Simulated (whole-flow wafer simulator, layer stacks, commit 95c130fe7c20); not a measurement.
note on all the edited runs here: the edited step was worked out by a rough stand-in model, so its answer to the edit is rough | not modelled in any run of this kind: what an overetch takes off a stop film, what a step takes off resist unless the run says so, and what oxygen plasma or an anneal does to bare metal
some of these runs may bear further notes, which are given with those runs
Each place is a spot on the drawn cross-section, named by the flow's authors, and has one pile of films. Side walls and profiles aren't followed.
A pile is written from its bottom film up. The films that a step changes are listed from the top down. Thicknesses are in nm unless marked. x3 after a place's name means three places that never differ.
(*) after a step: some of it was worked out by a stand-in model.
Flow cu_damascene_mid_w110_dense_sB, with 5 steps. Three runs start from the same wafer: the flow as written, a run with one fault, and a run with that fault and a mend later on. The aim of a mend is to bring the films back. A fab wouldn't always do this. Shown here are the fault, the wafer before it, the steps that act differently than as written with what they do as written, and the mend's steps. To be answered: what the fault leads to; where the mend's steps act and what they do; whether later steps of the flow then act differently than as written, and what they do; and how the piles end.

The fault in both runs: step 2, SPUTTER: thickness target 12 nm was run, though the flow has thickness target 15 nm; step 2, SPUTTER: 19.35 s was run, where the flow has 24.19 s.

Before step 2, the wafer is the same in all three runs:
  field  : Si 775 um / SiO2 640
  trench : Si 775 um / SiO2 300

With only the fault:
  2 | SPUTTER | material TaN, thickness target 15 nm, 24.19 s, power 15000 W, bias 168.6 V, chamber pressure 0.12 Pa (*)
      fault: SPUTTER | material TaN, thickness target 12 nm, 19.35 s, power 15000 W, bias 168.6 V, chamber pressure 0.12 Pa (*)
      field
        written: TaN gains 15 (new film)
        fault: TaN gains 12 (new film)
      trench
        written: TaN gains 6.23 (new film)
        fault: TaN gains 4.98 (new film)
  Later steps of the flow that are run all act as written at every place that is followed, up to a difference of at most 2% or 0.5 nm, whichever is larger.
  The piles end different from the flow's at field, trench by more than 2% or 0.5 nm, whichever is larger.
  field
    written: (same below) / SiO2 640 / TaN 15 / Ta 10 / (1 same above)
    fault: (same below) / SiO2 640 / TaN 12 / Ta 10 / (1 same above)
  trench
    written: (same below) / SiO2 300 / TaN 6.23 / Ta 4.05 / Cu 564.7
    fault: (same below) / SiO2 300 / TaN 4.98 / Ta 4.08 / Cu 562.9

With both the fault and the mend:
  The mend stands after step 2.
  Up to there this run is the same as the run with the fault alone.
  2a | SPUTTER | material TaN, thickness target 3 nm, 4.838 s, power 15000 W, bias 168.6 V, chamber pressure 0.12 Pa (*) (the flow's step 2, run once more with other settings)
      field
        TaN gains 3
      trench
        TaN gains 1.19
  Later steps of the flow that are run all act as written at every place that is followed, up to a difference of at most 2% or 0.5 nm, whichever is larger.
  The piles end only slightly different from the flow's at the places that both follow, by no more than 2% or 0.5 nm, whichever is larger.
